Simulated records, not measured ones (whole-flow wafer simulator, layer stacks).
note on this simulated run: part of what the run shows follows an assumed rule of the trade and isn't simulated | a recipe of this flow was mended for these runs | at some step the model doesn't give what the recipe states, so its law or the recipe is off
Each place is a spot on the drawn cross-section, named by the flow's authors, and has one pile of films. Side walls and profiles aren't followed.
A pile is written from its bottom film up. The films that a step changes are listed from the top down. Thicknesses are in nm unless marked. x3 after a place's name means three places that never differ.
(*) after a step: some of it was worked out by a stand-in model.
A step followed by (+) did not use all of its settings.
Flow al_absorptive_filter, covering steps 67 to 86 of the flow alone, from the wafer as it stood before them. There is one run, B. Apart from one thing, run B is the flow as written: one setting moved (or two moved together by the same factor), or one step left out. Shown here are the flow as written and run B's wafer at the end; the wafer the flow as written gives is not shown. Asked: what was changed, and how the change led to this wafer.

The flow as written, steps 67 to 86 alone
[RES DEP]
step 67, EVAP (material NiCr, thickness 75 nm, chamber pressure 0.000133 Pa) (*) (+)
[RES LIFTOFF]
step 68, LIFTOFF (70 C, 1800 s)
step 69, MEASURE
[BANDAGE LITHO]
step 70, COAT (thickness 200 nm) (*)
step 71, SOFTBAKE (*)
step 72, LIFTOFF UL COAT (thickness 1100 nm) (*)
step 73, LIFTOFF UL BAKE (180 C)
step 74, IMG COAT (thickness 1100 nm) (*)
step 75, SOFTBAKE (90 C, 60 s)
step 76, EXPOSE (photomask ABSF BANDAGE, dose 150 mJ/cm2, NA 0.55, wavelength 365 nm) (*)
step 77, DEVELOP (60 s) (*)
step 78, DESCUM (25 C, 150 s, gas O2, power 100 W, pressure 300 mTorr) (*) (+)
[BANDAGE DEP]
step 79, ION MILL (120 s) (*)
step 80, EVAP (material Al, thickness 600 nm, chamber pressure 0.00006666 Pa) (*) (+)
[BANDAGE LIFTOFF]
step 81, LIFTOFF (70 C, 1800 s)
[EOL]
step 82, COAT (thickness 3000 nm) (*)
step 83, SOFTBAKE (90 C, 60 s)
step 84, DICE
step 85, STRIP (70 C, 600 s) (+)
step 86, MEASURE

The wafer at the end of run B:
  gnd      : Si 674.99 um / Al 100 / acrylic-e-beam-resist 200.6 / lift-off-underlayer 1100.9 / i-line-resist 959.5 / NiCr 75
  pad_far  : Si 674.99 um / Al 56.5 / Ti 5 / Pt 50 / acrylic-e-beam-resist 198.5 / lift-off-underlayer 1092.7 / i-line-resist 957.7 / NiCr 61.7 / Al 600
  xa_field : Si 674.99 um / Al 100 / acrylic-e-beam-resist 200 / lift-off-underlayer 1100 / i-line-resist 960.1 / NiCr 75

What caused this: step 68, LIFTOFF: 70 C, 1800 s, was skipped.

The path from the change to this, step by step:
  step 70, COAT (thickness 200 nm) (*)
      gnd: acrylic-e-beam-resist gains 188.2 (new film) (in the flow as written it would be: acrylic-e-beam-resist gains 200.9 (new film))
      pad_far: acrylic-e-beam-resist gains 154.2 (new film) (in the flow as written it would be: acrylic-e-beam-resist gains 203.2 (new film))
      (as well as at 9 more places)
  step 72, LIFTOFF UL COAT (thickness 1100 nm) (*)
      gnd: lift-off-underlayer gains 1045 (new film) (in the flow as written it would be: lift-off-underlayer gains 1103.3 (new film))
      pad_far: lift-off-underlayer gains 839.5 (new film) (in the flow as written it would be: lift-off-underlayer gains 1100.6 (new film))
      (as well as at 7 more places)
  step 74, IMG COAT (thickness 1100 nm) (*)
      gnd: i-line-resist gains 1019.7 (new film) (in the flow as written it would be: i-line-resist gains 1101.8 (new film))
      pad_far: i-line-resist gains 1139.1 (new film) (in the flow as written it would be: i-line-resist gains 1093.9 (new film))
      (as well as at 7 more places)
  step 75, SOFTBAKE (90 C, 60 s)
      gnd: i-line-resist loses 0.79 (in the flow as written it would be: i-line-resist gains 0.04)
      pad_far: i-line-resist loses 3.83 (in the flow as written it would be: nothing)
      (as well as at 7 more places)
  step 77, DEVELOP (60 s) (*)
      pad_far: i-line-resist loses 1135.2 (all of it), lift-off-underlayer loses 839.5 (all of it) (in the flow as written it would be: i-line-resist loses 1093.9 (all of it), lift-off-underlayer loses 1100.6 (all of it))
      pad_near: i-line-resist loses 1825.3 (all of it), lift-off-underlayer loses 1970.4 (all of it) (in the flow as written it would be: i-line-resist loses 1085.7 (all of it), lift-off-underlayer loses 1058.2 (all of it))
  step 78, DESCUM (25 C, 150 s, gas O2, power 100 W, pressure 300 mTorr) (*) (+)
      gnd, ledge, res and 9 more: i-line-resist loses 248 (in the flow as written it would be: i-line-resist loses 121.9)
      pad_far: acrylic-e-beam-resist loses 154.2 (all of it) (in the flow as written it would be: acrylic-e-beam-resist loses 203.2 (all of it))
      (as well as at 1 more place)
  step 79, ION MILL (120 s) (*)
      pad_far: NiCr loses 13.3 (in the flow as written it would be: Pt loses 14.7)
  step 80, EVAP (material Al, thickness 600 nm, chamber pressure 0.00006666 Pa) (*) (+)
      pad_near: Al gains 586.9 (new film) (in the flow as written it would be: Al gains 600 (new film))
  step 81, LIFTOFF (70 C, 1800 s)
      xa_field, xl_land, idc_field: Al loses 600 (all of it), i-line-resist loses 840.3 (all of it), lift-off-underlayer loses 1100 (all of it), acrylic-e-beam-resist loses 200 (all of it) (in the flow as written it would be: Al loses 600 (all of it), i-line-resist loses 966.4 (all of it), lift-off-underlayer loses 1100 (all of it), acrylic-e-beam-resist loses 200 (all of it))
      gnd: Al loses 600 (all of it), i-line-resist loses 759.3 (all of it), lift-off-underlayer loses 1045 (all of it), acrylic-e-beam-resist loses 188.2 (all of it) (in the flow as written it would be: Al loses 600 (all of it), i-line-resist loses 968.3 (all of it), lift-off-underlayer loses 1103.3 (all of it), acrylic-e-beam-resist loses 200.9 (all of it))
      (as well as at 8 more places)
  step 82, COAT (thickness 3000 nm) (*)
      gnd: i-line-resist gains 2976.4 (new film) (in the flow as written it would be: i-line-resist gains 3084.4 (new film))
      pad_far: i-line-resist gains 2317.2 (new film) (in the flow as written it would be: i-line-resist gains 2560.9 (new film))
      (as well as at 8 more places)
  step 83, SOFTBAKE (90 C, 60 s)
      gnd: i-line-resist loses 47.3 (in the flow as written it would be: i-line-resist gains 6.13)
      pad_near: i-line-resist gains 86.2 (in the flow as written it would be: i-line-resist loses 41.1)
      (as well as at 9 more places)
  step 85, STRIP (70 C, 600 s) (+)
      gnd: i-line-resist loses 2929.1 (all of it) (in the flow as written it would be: i-line-resist loses 3090.5 (all of it))
      pad_far: i-line-resist loses 2266.8 (all of it) (in the flow as written it would be: i-line-resist loses 2516.7 (all of it))
      (as well as at 8 more places)
Taking metal films that touch as one body, pad_far has 2 bodies (between them, from the top down: NiCr 61.7 / i-line-resist 957.7 / lift-off-underlayer 1092.7 / acrylic-e-beam-resist 198.5); the flow as written gives 1 body.
